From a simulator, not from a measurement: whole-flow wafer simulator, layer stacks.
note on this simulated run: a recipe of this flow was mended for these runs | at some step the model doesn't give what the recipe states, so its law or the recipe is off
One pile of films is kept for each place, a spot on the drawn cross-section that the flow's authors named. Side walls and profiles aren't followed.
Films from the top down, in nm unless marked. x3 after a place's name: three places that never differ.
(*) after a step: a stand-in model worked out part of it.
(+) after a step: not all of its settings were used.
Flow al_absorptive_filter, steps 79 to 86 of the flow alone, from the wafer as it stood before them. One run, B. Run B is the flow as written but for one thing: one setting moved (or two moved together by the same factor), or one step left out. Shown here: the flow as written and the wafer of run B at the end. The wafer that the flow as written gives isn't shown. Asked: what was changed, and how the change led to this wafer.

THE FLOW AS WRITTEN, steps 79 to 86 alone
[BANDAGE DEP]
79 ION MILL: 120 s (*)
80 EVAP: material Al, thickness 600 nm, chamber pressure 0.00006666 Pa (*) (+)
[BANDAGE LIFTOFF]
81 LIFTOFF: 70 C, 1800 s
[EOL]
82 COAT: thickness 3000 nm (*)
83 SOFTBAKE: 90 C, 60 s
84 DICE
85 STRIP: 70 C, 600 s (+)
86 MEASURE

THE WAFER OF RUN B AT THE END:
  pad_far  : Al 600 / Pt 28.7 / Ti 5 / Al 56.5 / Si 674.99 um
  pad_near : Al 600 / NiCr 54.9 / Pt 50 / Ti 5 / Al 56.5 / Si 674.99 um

The cause: step 79, ION MILL: 174 s was run, where the flow has 120 s.

How the change led to this, step by step:
  79 ION MILL: 120 s (*)
      gnd, ledge, res and 9 more: i-line-resist -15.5 (as written it would be: i-line-resist -10.7)
      pad_far: Pt -21.3 (as written it would be: Pt -14.7)
      (and at 1 more place)
